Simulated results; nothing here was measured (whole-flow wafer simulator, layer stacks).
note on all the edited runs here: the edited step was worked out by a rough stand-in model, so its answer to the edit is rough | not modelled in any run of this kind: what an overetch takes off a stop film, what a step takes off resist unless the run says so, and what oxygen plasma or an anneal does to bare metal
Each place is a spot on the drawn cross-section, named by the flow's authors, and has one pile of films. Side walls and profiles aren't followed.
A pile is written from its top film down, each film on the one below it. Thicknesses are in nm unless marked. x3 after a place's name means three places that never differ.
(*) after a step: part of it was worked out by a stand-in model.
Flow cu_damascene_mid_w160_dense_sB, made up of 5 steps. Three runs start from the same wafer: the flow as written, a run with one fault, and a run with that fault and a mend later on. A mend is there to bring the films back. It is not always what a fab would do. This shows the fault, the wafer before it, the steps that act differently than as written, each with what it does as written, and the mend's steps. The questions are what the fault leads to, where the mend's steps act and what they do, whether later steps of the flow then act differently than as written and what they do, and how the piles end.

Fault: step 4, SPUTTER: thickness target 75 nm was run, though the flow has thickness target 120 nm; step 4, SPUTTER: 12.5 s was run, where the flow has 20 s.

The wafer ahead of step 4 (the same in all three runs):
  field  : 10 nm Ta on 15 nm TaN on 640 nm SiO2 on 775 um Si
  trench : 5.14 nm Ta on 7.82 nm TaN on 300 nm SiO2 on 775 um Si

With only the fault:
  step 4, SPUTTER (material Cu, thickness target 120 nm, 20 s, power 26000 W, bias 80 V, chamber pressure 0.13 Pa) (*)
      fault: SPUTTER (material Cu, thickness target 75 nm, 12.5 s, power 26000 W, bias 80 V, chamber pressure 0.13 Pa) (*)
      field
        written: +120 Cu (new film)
        fault: +75 Cu (new film)
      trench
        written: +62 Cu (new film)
        fault: +38.8 Cu (new film)
  Steps later in the flow that act otherwise than as written:
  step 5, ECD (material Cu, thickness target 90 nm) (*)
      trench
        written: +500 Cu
        fault: +478.3 Cu
  At field, trench, the piles at the end differ from the flow's by more than 2% or 0.5 nm, whichever is larger.
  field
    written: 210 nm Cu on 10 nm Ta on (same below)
    fault: 165 nm Cu on 10 nm Ta on (same below)
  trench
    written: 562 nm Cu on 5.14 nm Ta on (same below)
    fault: 517 nm Cu on 5.14 nm Ta on (same below)

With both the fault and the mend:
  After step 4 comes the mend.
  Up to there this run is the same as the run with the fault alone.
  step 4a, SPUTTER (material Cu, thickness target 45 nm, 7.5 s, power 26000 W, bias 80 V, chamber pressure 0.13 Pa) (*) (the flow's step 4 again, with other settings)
      field
        +45 Cu
      trench
        +20 Cu
  None of the later steps of the flow differs from how it acts as written, at any place that is followed, by more than 2% or 0.5 nm, whichever is larger.
  The piles end the same as the flow's at every place that both follow.
